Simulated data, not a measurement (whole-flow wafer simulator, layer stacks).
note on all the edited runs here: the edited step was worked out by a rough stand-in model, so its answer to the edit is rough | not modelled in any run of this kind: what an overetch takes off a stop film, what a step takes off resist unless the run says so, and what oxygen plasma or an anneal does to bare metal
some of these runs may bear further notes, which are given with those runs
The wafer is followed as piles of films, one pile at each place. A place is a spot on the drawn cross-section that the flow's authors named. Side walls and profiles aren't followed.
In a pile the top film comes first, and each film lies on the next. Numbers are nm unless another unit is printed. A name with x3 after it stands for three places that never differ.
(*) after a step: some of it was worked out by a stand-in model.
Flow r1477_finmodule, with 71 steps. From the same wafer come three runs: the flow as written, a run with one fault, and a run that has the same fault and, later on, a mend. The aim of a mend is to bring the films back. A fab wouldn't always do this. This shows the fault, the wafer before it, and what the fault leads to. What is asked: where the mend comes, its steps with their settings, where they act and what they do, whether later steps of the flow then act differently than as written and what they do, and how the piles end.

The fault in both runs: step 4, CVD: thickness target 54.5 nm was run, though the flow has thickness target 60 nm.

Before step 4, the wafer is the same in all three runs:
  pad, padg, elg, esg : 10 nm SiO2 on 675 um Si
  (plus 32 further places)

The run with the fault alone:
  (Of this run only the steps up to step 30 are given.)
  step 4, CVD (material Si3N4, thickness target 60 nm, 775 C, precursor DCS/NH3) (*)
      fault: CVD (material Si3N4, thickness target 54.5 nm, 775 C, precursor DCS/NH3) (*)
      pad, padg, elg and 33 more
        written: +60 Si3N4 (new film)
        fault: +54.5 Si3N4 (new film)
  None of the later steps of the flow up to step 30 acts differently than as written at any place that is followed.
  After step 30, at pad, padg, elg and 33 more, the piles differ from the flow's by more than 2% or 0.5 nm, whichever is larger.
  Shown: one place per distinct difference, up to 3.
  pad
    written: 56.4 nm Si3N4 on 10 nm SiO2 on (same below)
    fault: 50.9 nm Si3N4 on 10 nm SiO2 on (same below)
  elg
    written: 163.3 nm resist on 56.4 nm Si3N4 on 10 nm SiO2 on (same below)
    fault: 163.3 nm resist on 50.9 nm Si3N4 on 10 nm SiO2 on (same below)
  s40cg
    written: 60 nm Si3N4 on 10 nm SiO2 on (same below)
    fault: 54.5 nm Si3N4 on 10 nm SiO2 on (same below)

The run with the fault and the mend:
  After step 5 comes the mend.
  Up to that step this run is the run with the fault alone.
  step 5a, ETCH (chemistry h3po4, depth target 62.67 nm)
      pad, padg, elg and 33 more
        -54.5 Si3N4 (all of it)
  step 5b, CLEAN (chemistry SC1/SC2) (the flow's step 2 again)
      leaves every film unchanged at each place that is followed
  step 5c, CVD (material Si3N4, thickness target 60 nm, 775 C, precursor DCS/NH3) (*) (the flow's step 4 again)
      pad, padg, elg and 33 more
        +60 Si3N4 (new film)
  None of the later steps of the flow acts differently than as written at any place that is followed.
  At every place that both follow, the piles at the end match the flow's.
